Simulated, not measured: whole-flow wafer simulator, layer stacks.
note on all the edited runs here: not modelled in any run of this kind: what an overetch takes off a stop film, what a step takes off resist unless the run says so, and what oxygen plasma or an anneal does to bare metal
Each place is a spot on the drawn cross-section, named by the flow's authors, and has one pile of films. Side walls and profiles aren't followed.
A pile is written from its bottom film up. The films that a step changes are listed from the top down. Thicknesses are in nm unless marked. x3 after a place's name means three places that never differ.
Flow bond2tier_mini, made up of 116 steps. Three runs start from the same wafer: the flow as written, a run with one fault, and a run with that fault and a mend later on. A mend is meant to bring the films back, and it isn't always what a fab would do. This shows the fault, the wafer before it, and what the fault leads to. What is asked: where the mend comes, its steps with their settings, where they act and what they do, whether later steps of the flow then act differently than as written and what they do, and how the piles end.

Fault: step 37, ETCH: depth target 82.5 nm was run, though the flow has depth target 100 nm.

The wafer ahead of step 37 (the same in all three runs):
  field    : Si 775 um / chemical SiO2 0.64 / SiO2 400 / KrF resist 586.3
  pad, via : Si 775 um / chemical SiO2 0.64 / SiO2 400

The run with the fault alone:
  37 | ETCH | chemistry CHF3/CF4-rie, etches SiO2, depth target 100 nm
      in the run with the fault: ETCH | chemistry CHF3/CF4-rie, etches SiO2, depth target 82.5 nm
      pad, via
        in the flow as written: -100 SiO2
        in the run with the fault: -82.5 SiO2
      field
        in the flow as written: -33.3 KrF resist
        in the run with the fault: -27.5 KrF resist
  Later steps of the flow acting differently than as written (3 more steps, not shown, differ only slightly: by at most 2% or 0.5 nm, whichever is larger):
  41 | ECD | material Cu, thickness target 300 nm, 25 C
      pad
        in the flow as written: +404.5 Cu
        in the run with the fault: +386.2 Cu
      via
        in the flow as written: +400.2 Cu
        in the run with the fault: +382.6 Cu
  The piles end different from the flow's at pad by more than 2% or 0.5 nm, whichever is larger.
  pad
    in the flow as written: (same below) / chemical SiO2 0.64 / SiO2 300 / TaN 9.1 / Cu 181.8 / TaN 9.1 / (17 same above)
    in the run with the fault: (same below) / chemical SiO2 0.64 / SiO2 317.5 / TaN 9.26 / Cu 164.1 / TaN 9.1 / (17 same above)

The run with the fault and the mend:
  The mend follows step 37.
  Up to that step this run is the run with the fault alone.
  37a | ETCH | chemistry CHF3/CF4-rie, etches SiO2, depth target 17.5 nm (a further turn of the flow's step 37, with different settings)
      pad, via
        -17.5 SiO2
      field
        -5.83 KrF resist
  Later steps of the flow that are run all act as written at every place that is followed.
  The piles end the same as the flow's at every place that both follow.
